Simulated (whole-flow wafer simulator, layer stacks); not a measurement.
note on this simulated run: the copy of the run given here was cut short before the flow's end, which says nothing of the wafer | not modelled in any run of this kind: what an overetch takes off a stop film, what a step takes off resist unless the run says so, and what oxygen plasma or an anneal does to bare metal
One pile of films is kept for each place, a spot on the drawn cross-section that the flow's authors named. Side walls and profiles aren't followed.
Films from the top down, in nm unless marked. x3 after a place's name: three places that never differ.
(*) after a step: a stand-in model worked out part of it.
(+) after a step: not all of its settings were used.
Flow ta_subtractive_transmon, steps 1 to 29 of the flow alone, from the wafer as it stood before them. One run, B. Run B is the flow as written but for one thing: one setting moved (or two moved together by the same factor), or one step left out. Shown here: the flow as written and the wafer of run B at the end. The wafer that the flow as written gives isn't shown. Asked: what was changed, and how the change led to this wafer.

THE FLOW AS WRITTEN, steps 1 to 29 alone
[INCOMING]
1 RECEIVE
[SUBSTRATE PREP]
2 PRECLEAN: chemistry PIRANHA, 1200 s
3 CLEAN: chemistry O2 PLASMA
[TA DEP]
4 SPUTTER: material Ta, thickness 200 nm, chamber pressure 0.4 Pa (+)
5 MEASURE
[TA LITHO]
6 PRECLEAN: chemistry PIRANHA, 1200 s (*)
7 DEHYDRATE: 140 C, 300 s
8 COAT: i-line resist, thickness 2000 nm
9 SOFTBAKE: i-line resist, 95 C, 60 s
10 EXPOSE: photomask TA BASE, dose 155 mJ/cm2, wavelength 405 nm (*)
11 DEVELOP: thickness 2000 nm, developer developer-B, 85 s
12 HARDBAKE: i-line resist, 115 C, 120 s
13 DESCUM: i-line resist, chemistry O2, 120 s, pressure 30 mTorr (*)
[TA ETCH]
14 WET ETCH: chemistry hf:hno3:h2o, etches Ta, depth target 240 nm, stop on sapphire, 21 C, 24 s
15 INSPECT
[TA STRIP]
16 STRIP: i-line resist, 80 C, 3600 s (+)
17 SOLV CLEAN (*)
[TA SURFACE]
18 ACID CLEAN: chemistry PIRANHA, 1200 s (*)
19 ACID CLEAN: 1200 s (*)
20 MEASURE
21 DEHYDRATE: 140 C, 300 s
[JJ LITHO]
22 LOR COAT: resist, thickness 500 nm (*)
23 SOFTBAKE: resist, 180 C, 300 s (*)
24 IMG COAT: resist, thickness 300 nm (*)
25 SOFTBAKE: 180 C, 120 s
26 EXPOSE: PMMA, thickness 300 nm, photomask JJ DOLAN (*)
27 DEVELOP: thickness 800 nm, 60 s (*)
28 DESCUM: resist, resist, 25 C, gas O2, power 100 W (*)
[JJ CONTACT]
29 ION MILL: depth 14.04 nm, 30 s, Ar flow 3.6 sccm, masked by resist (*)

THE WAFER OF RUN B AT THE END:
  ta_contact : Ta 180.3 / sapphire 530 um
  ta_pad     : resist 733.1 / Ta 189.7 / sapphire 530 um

The cause: step 4, SPUTTER: thickness 190 nm was run, where the flow has thickness 200 nm.

How the change led to this, step by step:
  4 SPUTTER: material Ta, thickness 200 nm, chamber pressure 0.4 Pa (+)
      field x2, jj_line, lead, ta_contact, ta_pad: Ta +190 (new film) (as written it would be: Ta +200 (new film))
  14 WET ETCH: chemistry hf:hno3:h2o, etches Ta, depth target 240 nm, stop on sapphire, 21 C, 24 s
      field x2, jj_line, lead: Ta -190 (all of it) (as written it would be: Ta -200 (all of it))
